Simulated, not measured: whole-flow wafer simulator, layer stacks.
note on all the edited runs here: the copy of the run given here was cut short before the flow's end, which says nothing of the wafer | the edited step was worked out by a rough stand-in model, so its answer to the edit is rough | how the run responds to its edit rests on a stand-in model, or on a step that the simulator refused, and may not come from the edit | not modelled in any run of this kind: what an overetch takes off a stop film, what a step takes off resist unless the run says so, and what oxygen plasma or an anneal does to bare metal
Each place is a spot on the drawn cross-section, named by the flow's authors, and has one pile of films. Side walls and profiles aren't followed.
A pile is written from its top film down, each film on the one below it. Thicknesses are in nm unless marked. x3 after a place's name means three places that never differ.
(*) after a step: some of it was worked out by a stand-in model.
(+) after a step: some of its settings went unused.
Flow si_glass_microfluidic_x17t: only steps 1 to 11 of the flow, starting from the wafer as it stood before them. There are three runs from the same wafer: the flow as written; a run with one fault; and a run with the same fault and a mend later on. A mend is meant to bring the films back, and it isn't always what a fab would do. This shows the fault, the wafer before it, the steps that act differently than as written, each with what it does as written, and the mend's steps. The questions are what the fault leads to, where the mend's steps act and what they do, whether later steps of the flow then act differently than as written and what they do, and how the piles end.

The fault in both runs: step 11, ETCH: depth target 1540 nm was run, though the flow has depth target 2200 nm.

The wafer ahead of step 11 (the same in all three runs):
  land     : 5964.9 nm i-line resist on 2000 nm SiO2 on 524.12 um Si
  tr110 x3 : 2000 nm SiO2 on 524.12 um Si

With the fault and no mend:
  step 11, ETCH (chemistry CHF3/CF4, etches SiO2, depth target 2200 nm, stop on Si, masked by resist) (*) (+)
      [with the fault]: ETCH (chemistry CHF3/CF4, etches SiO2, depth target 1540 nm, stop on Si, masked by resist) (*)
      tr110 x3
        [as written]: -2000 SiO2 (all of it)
        [with the fault]: -1540 SiO2
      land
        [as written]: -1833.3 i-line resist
        [with the fault]: -1283.3 i-line resist
  Later steps of the flow that are run all act as written at every place that is followed.
  The piles end different from the flow's at land, tr110 x3 by more than 2% or 0.5 nm, whichever is larger.
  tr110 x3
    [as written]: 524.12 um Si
    [with the fault]: 460 nm SiO2 on 524.12 um Si
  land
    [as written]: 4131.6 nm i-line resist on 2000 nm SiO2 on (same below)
    [with the fault]: 4681.6 nm i-line resist on 2000 nm SiO2 on (same below)

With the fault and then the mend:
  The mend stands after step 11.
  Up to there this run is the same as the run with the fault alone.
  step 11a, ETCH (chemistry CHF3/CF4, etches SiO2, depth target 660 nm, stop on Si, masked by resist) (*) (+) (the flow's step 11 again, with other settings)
      tr110 x3
        -460 SiO2 (all of it)
      land
        -550 i-line resist
  Later steps of the flow that are run all act as written at every place that is followed.
  By the end, the piles equal the flow's at every place that both follow.
